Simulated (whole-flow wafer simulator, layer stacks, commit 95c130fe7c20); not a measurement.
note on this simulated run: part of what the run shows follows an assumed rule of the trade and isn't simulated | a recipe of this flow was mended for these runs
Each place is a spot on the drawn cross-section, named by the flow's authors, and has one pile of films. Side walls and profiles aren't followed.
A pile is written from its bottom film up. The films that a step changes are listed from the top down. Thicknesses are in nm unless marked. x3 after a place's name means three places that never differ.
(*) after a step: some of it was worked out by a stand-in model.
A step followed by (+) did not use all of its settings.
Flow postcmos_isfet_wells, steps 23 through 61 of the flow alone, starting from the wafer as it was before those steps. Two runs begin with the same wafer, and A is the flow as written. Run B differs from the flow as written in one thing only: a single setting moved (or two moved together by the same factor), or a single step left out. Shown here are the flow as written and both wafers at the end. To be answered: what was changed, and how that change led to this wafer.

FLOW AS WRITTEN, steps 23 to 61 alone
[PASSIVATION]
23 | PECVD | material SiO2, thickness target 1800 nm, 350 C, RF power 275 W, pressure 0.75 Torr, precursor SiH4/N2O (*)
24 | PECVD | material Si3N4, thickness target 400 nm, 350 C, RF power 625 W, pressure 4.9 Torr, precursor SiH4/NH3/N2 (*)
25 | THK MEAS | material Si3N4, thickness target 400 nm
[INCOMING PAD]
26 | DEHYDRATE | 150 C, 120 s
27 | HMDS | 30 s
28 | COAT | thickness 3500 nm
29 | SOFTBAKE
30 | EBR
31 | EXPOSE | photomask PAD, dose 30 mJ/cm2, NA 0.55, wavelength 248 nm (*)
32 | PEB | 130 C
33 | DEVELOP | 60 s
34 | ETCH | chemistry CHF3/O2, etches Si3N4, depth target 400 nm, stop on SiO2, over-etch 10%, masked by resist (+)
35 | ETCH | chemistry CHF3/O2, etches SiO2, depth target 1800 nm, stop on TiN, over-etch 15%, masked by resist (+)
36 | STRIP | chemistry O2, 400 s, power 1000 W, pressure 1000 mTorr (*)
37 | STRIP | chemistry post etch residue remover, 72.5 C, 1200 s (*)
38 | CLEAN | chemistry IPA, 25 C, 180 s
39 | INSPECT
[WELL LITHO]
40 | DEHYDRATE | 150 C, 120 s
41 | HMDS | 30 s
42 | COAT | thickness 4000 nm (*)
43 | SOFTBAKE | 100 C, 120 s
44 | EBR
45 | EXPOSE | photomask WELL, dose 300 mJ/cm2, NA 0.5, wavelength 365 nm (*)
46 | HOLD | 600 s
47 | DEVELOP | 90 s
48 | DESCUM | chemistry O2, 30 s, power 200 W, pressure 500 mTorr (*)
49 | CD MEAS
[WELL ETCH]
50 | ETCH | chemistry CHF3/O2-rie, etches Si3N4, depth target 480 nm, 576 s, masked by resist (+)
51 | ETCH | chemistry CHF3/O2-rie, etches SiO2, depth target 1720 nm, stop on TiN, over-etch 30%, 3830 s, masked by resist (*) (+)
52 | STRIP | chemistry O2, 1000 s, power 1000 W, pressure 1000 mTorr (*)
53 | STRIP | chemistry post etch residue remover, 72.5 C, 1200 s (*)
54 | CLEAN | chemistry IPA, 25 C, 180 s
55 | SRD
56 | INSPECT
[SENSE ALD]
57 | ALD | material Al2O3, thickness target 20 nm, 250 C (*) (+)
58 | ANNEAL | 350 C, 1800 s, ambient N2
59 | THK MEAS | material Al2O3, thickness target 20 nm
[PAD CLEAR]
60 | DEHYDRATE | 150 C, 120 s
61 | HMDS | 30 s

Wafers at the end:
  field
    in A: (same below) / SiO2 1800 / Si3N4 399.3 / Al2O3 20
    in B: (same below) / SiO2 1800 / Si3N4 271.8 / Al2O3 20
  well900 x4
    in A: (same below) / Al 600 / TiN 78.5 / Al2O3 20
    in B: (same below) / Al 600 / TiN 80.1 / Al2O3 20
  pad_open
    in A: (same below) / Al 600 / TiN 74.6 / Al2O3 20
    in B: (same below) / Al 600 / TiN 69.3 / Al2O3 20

The reason: step 24, PECVD: thickness target 272.5 nm was run, while the flow as written has thickness target 400 nm.

The path from the change to this, step by step:
  24 | PECVD | material Si3N4, thickness target 400 nm, 350 C, RF power 625 W, pressure 4.9 Torr, precursor SiH4/NH3/N2 (*)
      field, margin x2, well900 x4, pad_clr, pad_open: A Si3N4 gains 400 (new film) | B Si3N4 gains 272.5 (new film)
  34 | ETCH | chemistry CHF3/O2, etches Si3N4, depth target 400 nm, stop on SiO2, over-etch 10%, masked by resist (+)
      field, margin x2, well900 x4, pad_clr: A thick-KrF-resist loses 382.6 | B thick-KrF-resist loses 260.7
      pad_open: A Si3N4 loses 400 (all of it), SiO2 loses 20 | B Si3N4 loses 272.5 (all of it), SiO2 loses 83.8
  35 | ETCH | chemistry CHF3/O2, etches SiO2, depth target 1800 nm, stop on TiN, over-etch 15%, masked by resist (+)
      field, margin x2, well900 x4, pad_clr: A thick-KrF-resist loses 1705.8 | B thick-KrF-resist loses 1644.7
      pad_open: A SiO2 loses 1780 (all of it), TiN loses 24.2 | B SiO2 loses 1716.2 (all of it), TiN loses 29.5
  36 | STRIP | chemistry O2, 400 s, power 1000 W, pressure 1000 mTorr (*)
      field, margin x2, well900 x4, pad_clr: A thick-KrF-resist loses 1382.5 (all of it) | B thick-KrF-resist loses 1565.6 (all of it)
  43 | SOFTBAKE | 100 C, 120 s
      pad_clr: A thick-g/i-line-resist loses 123 | B thick-g/i-line-resist loses 113.5
      pad_open: A thick-g/i-line-resist gains 73 | B thick-g/i-line-resist gains 69.8
  50 | ETCH | chemistry CHF3/O2-rie, etches Si3N4, depth target 480 nm, 576 s, masked by resist (+)
      well900 x4: A Si3N4 loses 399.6 (all of it), SiO2 loses 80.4 | B Si3N4 loses 272.1 (all of it), SiO2 loses 207.9
  51 | ETCH | chemistry CHF3/O2-rie, etches SiO2, depth target 1720 nm, stop on TiN, over-etch 30%, 3830 s, masked by resist (*) (+)
      well900 x4: A SiO2 loses 1719.6 (all of it), TiN loses 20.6 | B SiO2 loses 1592.1 (all of it), TiN loses 19.1
  52 | STRIP | chemistry O2, 1000 s, power 1000 W, pressure 1000 mTorr (*)
      pad_clr: A thick-g/i-line-resist loses 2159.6 (all of it) | B thick-g/i-line-resist loses 2207.1 (all of it)
